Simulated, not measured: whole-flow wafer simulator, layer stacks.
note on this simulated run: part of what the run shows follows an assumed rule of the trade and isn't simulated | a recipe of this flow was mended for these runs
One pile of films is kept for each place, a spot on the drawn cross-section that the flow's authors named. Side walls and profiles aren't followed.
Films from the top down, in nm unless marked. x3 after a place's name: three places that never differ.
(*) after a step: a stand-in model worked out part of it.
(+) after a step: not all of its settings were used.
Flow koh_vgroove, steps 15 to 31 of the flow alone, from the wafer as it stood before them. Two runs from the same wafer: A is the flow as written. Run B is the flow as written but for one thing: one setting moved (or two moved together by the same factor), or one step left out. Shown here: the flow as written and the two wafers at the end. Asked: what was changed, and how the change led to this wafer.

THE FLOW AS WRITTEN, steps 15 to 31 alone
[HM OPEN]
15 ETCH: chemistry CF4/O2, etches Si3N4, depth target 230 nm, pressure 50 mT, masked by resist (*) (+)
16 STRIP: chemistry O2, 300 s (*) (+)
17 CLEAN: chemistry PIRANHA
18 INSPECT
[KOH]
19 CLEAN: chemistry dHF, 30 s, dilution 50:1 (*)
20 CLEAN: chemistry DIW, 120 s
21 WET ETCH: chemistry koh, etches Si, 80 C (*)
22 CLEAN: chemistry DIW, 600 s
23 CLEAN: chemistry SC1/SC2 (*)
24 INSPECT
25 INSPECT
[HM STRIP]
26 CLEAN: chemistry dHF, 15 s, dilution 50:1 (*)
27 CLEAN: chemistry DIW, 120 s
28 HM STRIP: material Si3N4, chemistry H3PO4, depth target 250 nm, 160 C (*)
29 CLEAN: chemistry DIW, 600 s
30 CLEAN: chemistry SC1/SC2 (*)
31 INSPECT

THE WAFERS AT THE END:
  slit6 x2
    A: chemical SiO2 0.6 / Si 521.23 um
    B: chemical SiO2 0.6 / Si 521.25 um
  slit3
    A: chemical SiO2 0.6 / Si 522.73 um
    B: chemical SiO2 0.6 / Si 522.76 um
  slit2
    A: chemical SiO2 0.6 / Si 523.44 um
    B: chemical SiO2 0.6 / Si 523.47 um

The cause: step 15, ETCH: depth target 204.2 nm was run, where the flow has depth target 230 nm.

How the change led to this, step by step:
  15 ETCH: chemistry CF4/O2, etches Si3N4, depth target 230 nm, pressure 50 mT, masked by resist (*) (+)
      slit3, slit2, slit6 x2: A Si3N4 -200 (all of it), chemical SiO2 -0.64 (all of it), Si -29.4 | B Si3N4 -200 (all of it), chemical SiO2 -0.64 (all of it), Si -3.56
      field: A i-line-resist -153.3 | B i-line-resist -136.1
